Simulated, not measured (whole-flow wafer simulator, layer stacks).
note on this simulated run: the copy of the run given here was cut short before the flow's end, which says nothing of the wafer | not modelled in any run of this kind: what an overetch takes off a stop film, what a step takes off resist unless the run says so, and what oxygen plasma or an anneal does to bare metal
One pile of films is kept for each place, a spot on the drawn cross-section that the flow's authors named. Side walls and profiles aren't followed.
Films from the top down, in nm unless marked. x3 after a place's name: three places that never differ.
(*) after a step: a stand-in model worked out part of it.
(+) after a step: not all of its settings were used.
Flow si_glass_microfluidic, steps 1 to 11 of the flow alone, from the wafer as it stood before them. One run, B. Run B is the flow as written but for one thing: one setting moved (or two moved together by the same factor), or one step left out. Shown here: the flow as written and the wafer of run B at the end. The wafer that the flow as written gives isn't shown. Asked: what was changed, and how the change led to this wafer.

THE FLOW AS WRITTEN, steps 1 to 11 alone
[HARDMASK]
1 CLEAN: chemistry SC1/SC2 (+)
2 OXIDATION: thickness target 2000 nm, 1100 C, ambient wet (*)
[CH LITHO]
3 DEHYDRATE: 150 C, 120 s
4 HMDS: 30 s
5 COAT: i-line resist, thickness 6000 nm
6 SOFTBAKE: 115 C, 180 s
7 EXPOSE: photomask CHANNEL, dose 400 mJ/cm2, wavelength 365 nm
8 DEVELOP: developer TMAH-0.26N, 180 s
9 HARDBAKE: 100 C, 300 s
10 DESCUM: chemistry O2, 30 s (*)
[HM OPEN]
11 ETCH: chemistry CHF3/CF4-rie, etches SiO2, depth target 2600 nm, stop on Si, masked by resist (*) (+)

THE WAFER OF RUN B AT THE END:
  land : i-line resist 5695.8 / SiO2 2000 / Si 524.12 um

The cause: step 5, COAT: thickness 6600 nm was run, where the flow has thickness 6000 nm.

How the change led to this, step by step:
  5 COAT: i-line resist, thickness 6000 nm
      land, ch100 x9: i-line resist +6600 (new film) (as written it would be: i-line resist +6000 (new film))
  8 DEVELOP: developer TMAH-0.26N, 180 s
      ch100 x9: i-line resist -6600 (all of it) (as written it would be: i-line resist -6000 (all of it))
  9 HARDBAKE: 100 C, 300 s
      land: i-line resist -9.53 (as written it would be: i-line resist -7.06)
